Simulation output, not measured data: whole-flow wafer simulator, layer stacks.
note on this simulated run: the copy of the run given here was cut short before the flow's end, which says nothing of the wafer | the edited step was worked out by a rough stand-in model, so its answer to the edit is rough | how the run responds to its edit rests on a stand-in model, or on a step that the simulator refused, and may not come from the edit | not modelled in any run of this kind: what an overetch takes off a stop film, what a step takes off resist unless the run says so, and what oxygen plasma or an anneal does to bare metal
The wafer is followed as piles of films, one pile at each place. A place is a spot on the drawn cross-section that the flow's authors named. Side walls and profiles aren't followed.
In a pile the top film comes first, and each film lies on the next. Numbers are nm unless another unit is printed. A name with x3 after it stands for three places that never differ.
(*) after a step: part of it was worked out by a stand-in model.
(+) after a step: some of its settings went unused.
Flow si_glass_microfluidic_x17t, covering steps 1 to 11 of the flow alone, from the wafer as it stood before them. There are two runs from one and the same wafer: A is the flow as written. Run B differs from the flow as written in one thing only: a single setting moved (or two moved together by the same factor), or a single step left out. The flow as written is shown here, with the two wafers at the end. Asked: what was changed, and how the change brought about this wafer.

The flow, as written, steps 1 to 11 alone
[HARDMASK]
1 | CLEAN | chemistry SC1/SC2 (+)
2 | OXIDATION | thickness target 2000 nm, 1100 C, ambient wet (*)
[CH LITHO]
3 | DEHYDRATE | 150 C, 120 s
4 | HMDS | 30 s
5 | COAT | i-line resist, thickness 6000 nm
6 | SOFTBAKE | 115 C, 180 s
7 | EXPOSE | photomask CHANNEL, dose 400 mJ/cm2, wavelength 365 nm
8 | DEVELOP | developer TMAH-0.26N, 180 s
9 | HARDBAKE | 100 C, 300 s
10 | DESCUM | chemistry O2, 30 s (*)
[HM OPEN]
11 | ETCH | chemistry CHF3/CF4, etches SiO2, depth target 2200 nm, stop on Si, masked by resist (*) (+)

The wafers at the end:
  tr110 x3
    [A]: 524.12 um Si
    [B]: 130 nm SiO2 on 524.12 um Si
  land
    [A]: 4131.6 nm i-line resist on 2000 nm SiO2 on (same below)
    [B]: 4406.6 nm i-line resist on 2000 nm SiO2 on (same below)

The reason: step 11, ETCH: depth target 1870 nm was run, while the flow as written has depth target 2200 nm.

The path from the change to this, step by step:
  11 | ETCH | chemistry CHF3/CF4, etches SiO2, depth target 2200 nm, stop on Si, masked by resist (*) (+)
      tr110 x3: A SiO2 loses 2000 (all of it) | B SiO2 loses 1870
      land: A i-line resist loses 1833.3 | B i-line resist loses 1558.3
